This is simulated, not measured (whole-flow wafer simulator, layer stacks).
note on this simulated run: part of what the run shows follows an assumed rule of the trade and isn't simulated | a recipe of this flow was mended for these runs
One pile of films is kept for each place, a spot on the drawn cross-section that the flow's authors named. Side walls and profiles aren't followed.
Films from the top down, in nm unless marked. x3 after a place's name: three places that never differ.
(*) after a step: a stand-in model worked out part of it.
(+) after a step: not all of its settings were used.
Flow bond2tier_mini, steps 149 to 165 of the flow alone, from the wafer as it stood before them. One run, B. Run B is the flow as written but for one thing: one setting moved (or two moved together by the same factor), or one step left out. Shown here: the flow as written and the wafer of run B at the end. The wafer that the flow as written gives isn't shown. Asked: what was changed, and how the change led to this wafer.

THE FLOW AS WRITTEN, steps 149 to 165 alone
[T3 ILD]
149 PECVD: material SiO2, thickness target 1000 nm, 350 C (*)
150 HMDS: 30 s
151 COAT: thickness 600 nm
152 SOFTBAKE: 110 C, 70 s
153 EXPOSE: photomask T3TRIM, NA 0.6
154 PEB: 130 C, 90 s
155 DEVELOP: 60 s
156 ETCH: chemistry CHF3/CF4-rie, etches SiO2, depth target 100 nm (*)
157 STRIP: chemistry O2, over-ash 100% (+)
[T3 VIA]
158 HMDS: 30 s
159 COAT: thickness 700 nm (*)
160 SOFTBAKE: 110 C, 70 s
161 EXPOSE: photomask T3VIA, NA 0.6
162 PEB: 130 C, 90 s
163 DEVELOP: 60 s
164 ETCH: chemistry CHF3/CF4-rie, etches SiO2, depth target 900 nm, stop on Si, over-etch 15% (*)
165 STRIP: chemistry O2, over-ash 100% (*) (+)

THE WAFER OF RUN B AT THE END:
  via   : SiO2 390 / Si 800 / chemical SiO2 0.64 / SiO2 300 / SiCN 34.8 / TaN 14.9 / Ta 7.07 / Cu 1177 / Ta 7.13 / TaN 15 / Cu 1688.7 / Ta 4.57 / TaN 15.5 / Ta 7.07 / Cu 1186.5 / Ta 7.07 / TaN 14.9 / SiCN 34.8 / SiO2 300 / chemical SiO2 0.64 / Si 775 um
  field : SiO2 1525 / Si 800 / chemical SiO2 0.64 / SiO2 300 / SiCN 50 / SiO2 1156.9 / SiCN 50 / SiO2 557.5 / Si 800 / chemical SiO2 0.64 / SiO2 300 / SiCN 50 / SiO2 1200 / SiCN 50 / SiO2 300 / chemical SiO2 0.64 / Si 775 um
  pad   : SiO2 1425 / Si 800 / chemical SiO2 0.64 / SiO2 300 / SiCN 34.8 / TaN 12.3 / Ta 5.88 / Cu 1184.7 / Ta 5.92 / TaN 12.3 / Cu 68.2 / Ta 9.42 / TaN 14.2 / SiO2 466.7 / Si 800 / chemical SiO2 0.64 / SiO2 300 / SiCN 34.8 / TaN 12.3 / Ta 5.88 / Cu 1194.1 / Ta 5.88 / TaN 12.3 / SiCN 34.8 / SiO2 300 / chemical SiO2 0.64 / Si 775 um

The cause: step 149, PECVD: thickness target 1525 nm was run, where the flow has thickness target 1000 nm.
It can be read off the wafer: field has SiO2 1525, and step 149 as written asks for 1000 nm.

How the change led to this, step by step:
  149 PECVD: material SiO2, thickness target 1000 nm, 350 C (*)
      field, pad, via: SiO2 +1525 (new film) (as written it would be: SiO2 +1000 (new film))
  164 ETCH: chemistry CHF3/CF4-rie, etches SiO2, depth target 900 nm, stop on Si, over-etch 15% (*)
      via: SiO2 -1035 (as written it would be: SiO2 -900 (all of it), Si -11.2)
